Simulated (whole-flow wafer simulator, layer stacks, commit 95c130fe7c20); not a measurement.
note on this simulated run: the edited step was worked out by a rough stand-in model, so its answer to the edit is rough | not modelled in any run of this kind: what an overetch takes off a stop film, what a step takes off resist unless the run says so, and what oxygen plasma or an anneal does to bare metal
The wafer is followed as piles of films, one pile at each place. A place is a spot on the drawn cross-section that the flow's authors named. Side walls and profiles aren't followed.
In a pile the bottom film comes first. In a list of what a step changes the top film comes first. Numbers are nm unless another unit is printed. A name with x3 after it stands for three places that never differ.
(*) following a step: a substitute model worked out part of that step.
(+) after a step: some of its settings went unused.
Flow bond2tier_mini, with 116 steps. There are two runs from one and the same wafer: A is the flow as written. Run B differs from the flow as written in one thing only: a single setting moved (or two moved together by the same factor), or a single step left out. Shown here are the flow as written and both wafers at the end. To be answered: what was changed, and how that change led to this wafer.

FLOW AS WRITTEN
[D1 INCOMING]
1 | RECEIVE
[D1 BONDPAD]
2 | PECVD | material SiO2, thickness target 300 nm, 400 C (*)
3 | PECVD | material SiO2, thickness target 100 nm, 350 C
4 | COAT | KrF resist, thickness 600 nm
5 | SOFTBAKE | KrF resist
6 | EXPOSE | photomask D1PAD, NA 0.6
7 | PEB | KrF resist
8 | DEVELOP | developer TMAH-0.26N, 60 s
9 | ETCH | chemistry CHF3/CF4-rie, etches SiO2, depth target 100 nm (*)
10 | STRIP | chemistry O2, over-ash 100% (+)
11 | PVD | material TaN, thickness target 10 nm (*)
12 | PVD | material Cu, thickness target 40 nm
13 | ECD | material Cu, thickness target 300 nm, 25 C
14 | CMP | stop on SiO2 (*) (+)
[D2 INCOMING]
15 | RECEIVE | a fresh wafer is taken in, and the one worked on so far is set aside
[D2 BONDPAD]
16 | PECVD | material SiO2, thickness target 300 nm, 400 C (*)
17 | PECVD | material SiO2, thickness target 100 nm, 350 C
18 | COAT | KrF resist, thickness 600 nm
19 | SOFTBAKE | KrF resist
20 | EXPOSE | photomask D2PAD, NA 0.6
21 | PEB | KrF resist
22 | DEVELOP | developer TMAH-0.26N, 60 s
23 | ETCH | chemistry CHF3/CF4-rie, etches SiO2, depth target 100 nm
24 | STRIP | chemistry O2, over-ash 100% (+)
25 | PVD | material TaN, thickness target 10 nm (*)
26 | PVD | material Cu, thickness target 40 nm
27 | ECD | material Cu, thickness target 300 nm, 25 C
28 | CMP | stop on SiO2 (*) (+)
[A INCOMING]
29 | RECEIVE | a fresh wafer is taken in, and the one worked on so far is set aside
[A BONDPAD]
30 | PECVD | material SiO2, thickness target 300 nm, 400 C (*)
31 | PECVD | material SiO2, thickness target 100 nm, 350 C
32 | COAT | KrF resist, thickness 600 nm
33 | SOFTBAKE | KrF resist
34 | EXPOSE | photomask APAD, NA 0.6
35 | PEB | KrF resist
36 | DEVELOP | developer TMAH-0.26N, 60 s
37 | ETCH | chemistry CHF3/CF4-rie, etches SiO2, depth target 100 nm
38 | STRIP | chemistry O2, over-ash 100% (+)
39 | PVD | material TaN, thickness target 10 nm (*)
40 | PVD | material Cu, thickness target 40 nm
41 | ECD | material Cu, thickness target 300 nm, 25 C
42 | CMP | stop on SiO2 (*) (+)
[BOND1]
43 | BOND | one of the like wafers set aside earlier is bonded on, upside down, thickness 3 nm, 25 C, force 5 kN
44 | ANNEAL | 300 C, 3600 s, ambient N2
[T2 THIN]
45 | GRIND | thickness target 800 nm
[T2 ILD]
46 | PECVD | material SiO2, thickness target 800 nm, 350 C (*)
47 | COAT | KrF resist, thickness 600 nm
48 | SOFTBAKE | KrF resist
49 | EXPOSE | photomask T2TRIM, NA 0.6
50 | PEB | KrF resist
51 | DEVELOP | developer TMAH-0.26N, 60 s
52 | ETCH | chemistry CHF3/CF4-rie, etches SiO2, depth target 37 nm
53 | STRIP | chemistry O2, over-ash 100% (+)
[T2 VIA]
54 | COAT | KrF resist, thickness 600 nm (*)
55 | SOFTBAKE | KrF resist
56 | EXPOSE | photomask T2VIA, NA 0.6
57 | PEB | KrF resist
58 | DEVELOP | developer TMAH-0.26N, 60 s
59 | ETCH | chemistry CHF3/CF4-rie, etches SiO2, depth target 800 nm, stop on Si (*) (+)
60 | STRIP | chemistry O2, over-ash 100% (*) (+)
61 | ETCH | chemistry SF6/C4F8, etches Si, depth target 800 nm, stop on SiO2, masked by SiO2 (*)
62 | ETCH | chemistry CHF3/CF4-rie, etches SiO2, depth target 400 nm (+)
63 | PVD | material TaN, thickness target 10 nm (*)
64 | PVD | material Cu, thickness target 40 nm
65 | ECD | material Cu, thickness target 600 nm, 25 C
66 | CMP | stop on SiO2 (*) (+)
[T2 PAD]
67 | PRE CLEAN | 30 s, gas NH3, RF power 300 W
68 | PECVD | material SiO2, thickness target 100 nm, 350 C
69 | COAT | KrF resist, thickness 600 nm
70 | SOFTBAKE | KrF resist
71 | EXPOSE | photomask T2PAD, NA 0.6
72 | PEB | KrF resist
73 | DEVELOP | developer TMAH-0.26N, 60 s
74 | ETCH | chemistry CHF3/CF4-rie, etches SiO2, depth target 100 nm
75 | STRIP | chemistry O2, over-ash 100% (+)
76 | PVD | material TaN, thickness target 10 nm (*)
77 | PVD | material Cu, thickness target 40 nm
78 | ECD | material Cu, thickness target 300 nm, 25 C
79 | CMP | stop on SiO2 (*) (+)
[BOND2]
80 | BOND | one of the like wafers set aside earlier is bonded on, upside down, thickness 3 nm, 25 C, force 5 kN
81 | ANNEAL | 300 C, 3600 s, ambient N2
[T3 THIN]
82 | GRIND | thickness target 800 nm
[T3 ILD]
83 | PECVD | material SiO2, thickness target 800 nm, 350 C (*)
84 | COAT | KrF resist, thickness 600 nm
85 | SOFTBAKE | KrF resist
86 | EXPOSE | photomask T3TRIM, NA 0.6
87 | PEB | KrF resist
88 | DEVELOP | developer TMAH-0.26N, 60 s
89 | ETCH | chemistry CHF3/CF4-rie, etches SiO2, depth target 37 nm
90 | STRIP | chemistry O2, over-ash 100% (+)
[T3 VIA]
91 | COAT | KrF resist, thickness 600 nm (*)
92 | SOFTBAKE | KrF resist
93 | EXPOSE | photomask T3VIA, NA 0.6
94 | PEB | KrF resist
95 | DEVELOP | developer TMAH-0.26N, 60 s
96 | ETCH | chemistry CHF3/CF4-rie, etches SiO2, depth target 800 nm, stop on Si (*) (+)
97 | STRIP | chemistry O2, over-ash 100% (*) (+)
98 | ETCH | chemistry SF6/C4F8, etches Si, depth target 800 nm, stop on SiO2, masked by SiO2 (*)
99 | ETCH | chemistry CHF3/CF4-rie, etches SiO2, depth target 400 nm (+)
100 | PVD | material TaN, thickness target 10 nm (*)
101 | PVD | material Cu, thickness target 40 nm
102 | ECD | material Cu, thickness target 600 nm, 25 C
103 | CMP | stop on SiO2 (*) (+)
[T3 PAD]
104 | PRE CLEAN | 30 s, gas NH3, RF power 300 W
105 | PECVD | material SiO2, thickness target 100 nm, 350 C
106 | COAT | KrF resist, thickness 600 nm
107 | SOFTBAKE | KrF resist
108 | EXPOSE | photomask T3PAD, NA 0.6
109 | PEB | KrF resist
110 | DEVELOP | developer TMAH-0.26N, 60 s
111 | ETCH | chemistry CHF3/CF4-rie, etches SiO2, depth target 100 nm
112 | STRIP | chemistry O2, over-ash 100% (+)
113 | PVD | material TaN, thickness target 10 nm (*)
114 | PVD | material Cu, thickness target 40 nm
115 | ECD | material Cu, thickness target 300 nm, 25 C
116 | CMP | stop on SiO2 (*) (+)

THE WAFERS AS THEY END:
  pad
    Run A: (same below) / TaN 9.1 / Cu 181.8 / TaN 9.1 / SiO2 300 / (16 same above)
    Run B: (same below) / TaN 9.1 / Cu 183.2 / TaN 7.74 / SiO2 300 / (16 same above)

The reason: step 11, PVD: thickness target 8.5 nm was run, while the flow as written has thickness target 10 nm.

The path from the change to this, step by step:
  11 | PVD | material TaN, thickness target 10 nm (*)
      field: A +10 TaN (new film) | B +8.5 TaN (new film)
      pad: A +9.1 TaN (new film) | B +7.74 TaN (new film)
      (as well as at 1 more place)
  14 | CMP | stop on SiO2 (*) (+)
      field: A -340 Cu (all of it), -10 TaN (all of it) | B -340 Cu (all of it), -8.5 TaN (all of it)
  43 | BOND | one of the like wafers set aside earlier is bonded on, upside down, thickness 3 nm, 25 C, force 5 kN
      pad: A +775 um Si (new film), +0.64 chemical SiO2 (new film), +300 SiO2 (new film), +9.1 TaN (new film), +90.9 Cu | B +775 um Si (new film), +0.64 chemical SiO2 (new film), +300 SiO2 (new film), +7.74 TaN (new film), +92.3 Cu
      via: A +775 um Si (new film), +0.64 chemical SiO2 (new film), +300 SiO2 (new film), +9.97 TaN (new film), +90 Cu | B +775 um Si (new film), +0.64 chemical SiO2 (new film), +300 SiO2 (new film), +8.48 TaN (new film), +91.5 Cu
